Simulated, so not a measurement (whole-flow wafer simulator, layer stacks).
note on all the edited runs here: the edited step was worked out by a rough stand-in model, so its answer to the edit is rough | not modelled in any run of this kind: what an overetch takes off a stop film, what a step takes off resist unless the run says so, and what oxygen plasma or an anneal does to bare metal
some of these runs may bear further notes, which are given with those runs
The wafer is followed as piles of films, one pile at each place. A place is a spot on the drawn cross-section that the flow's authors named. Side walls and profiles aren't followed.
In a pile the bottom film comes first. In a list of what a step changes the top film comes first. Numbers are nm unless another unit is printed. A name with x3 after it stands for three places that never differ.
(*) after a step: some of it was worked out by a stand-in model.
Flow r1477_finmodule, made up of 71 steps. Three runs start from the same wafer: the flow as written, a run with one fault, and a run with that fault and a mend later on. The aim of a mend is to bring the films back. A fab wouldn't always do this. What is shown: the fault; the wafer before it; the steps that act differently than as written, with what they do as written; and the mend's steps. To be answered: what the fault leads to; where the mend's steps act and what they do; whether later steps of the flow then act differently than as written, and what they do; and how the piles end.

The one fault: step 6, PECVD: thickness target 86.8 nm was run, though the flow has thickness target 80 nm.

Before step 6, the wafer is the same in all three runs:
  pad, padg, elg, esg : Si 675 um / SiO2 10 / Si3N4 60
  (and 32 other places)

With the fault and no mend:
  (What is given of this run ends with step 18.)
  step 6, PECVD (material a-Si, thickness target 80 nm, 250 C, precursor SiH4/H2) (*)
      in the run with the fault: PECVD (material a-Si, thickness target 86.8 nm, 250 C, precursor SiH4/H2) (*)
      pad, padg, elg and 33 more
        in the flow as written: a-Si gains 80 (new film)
        in the run with the fault: a-Si gains 86.8 (new film)
  Steps further on in the flow that do not act as written:
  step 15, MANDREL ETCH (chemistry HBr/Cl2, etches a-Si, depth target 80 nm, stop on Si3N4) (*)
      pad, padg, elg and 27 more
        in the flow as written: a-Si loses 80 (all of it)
        in the run with the fault: a-Si loses 80
  Once step 18 is done, the piles at pad, padg, elg and 33 more depart from the flow's by more than 2% or 0.5 nm, whichever is larger.
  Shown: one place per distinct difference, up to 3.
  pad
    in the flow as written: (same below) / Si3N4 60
    in the run with the fault: (same below) / Si3N4 60 / a-Si 6.8
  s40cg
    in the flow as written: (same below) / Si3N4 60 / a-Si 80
    in the run with the fault: (same below) / Si3N4 60 / a-Si 86.8

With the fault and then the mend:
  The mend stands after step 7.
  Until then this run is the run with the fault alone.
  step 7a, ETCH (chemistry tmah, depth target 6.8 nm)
      pad, padg, elg and 33 more
        a-Si loses 6.8
  Every later step of the flow that is run acts as written at every place that is followed.
  The piles end the same as the flow's at every place that both follow.
